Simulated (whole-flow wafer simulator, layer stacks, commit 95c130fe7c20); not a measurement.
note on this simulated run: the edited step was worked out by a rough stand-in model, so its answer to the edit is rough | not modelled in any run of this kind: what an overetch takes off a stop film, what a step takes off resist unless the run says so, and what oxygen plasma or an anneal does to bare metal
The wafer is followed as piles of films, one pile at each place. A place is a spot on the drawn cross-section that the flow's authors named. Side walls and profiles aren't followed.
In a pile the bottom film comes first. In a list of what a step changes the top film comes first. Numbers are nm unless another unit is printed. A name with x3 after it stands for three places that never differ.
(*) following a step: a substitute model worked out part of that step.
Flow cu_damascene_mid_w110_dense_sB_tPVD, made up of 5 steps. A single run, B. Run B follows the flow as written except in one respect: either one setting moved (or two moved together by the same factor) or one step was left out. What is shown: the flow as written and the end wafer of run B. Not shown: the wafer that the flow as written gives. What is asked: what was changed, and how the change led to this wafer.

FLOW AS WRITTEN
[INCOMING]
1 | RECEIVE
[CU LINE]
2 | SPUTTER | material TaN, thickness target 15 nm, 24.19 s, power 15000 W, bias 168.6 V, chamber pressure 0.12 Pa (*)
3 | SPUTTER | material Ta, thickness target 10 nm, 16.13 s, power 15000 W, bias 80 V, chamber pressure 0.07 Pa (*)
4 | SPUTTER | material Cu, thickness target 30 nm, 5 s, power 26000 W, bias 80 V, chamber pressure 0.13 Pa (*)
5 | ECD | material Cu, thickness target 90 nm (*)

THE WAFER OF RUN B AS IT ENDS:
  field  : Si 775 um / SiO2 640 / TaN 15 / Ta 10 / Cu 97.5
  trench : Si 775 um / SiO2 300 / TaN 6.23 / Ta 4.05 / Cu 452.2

Cause: step 5, ECD: thickness target 67.5 nm was run, whereas the flow has thickness target 90 nm.

Step by step, how the change led to this:
  5 | ECD | material Cu, thickness target 90 nm (*)
      field: Cu gains 67.5 (as written it would have been: Cu gains 90)
      trench: Cu gains 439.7 (as written it would have been: Cu gains 462.2)
